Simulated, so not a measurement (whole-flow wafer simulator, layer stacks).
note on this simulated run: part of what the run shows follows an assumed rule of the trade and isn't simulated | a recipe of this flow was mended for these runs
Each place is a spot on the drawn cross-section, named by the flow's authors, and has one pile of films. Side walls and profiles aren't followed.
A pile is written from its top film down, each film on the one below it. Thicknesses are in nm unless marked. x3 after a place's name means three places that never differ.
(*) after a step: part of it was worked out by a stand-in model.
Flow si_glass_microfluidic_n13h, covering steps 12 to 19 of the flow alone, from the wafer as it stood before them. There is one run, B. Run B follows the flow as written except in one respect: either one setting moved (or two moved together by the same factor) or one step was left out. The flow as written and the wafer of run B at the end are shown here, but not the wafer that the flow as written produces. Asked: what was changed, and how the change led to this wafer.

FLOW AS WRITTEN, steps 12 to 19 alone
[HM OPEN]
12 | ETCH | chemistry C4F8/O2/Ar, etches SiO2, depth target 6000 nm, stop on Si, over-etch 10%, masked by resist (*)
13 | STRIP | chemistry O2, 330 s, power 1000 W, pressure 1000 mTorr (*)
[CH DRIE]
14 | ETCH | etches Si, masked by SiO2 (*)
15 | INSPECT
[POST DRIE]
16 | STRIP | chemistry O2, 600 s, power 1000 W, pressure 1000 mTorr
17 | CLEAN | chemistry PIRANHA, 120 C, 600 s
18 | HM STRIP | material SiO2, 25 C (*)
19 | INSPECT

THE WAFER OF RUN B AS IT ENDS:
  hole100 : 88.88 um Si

What caused this: step 12, ETCH: over-etch 4.25% was run, whereas the flow has over-etch 10%.

Step by step, how the change led to this:
  12 | ETCH | chemistry C4F8/O2/Ar, etches SiO2, depth target 6000 nm, stop on Si, over-etch 10%, masked by resist (*)
      land: thick-i-line-resist loses 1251 (as written it would have been: thick-i-line-resist loses 1320)
      hole100: SiO2 loses 6000 (all of it), Si loses 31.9 (as written it would have been: SiO2 loses 6000 (all of it), Si loses 75)
